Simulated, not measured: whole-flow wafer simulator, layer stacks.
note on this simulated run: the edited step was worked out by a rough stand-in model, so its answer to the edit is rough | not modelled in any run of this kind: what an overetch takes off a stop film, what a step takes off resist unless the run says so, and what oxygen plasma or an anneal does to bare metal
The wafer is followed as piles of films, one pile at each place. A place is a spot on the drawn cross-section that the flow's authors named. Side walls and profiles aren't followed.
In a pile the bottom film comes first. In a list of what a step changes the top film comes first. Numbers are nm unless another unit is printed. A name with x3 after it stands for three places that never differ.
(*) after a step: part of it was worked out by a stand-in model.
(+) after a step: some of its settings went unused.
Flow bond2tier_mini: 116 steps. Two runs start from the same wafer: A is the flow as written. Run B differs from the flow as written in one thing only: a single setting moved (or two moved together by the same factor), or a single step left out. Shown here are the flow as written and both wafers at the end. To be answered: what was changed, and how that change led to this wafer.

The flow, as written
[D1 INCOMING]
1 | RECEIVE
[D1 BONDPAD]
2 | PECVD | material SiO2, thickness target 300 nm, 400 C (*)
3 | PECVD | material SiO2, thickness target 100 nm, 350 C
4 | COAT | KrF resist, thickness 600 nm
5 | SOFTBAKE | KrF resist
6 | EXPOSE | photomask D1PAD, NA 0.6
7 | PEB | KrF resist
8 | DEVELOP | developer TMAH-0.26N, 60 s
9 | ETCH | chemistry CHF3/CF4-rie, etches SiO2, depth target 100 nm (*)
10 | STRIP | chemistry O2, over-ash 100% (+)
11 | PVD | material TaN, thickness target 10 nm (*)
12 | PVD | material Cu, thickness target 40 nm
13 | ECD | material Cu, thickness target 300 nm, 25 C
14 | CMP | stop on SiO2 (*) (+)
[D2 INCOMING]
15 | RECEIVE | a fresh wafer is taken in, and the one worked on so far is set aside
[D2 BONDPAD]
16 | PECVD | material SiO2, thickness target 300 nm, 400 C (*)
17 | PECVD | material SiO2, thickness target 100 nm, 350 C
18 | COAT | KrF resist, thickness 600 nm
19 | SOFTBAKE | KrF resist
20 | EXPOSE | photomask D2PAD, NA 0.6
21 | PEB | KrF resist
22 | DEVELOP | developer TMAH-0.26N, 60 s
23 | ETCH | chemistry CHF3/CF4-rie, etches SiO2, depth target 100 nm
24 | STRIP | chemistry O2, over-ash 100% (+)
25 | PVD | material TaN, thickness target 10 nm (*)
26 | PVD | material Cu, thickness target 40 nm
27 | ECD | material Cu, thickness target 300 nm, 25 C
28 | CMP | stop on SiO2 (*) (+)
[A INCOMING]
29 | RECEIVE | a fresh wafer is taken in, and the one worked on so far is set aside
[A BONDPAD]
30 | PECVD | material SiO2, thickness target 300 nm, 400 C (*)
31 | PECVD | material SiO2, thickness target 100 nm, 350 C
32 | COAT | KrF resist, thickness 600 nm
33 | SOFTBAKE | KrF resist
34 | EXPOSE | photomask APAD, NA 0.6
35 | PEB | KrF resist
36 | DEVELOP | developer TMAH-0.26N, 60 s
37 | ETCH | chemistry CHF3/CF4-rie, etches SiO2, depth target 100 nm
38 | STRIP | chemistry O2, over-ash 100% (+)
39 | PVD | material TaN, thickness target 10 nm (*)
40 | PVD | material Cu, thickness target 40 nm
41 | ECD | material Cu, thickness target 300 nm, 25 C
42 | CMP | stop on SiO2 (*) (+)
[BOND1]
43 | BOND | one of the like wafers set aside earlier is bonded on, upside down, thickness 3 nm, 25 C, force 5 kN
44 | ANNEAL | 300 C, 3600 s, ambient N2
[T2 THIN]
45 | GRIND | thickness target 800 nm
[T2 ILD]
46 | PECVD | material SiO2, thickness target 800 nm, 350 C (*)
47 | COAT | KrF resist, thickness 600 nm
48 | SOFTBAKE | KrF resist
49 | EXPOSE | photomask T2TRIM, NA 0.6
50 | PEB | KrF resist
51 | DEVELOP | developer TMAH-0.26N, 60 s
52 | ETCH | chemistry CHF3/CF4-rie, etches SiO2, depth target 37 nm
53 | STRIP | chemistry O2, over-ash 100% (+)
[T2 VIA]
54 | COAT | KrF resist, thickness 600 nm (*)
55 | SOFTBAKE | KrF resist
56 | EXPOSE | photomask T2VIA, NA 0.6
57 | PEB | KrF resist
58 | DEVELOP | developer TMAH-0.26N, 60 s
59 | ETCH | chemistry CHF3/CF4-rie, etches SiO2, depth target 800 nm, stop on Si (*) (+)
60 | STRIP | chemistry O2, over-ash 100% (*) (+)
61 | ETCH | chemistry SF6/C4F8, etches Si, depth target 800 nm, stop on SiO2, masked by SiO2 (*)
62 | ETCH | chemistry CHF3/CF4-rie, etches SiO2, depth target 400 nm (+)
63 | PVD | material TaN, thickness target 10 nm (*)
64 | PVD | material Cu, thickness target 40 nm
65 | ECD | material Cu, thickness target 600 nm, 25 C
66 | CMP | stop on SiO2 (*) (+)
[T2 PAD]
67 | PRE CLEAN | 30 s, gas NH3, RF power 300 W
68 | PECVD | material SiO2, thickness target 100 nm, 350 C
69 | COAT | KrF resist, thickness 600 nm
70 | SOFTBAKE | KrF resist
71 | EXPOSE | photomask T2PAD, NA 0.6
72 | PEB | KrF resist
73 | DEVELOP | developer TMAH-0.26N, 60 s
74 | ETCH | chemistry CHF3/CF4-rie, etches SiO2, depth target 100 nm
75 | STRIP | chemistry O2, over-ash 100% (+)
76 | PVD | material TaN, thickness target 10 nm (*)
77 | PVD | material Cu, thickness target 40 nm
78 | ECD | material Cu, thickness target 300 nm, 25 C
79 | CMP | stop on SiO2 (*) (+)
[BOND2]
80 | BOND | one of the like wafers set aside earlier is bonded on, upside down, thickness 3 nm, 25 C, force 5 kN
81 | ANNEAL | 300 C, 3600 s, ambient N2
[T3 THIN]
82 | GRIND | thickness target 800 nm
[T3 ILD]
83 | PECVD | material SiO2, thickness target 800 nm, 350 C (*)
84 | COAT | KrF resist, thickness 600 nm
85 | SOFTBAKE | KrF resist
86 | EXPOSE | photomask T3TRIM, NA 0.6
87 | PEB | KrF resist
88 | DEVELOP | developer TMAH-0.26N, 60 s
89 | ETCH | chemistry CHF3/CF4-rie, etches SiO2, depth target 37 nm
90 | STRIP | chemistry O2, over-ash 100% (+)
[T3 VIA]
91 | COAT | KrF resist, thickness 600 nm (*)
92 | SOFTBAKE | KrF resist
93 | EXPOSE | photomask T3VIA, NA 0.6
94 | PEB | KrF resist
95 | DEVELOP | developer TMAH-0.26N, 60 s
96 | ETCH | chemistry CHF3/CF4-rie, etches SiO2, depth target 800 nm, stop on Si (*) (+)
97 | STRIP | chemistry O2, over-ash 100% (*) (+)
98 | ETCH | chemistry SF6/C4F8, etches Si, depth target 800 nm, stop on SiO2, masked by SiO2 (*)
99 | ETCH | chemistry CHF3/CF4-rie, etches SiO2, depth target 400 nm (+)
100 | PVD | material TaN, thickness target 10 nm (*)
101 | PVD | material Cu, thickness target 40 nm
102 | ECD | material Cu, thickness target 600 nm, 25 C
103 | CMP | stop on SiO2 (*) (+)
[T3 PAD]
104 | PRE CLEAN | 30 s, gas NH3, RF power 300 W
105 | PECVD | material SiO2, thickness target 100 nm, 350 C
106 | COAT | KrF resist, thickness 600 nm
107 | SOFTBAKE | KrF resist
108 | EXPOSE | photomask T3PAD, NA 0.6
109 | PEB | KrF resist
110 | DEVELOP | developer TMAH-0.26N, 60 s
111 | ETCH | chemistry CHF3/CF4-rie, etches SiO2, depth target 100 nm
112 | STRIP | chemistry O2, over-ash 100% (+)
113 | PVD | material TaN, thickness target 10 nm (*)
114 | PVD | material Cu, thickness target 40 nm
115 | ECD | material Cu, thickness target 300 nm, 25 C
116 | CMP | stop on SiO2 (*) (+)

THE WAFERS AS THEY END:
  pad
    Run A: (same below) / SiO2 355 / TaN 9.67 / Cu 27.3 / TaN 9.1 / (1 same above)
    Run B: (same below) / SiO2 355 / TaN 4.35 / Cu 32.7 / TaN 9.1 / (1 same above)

The reason: step 100, PVD: thickness target 4.5 nm was run, though the flow has thickness target 10 nm.

The path from the change to this, step by step:
  100 | PVD | material TaN, thickness target 10 nm (*)
      field: A +10 TaN (new film) | B +4.5 TaN (new film)
      pad: A +9.67 TaN (new film) | B +4.35 TaN (new film)
  103 | CMP | stop on SiO2 (*) (+)
      field: A -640 Cu (all of it), -10 TaN (all of it) | B -640 Cu (all of it), -4.5 TaN (all of it)
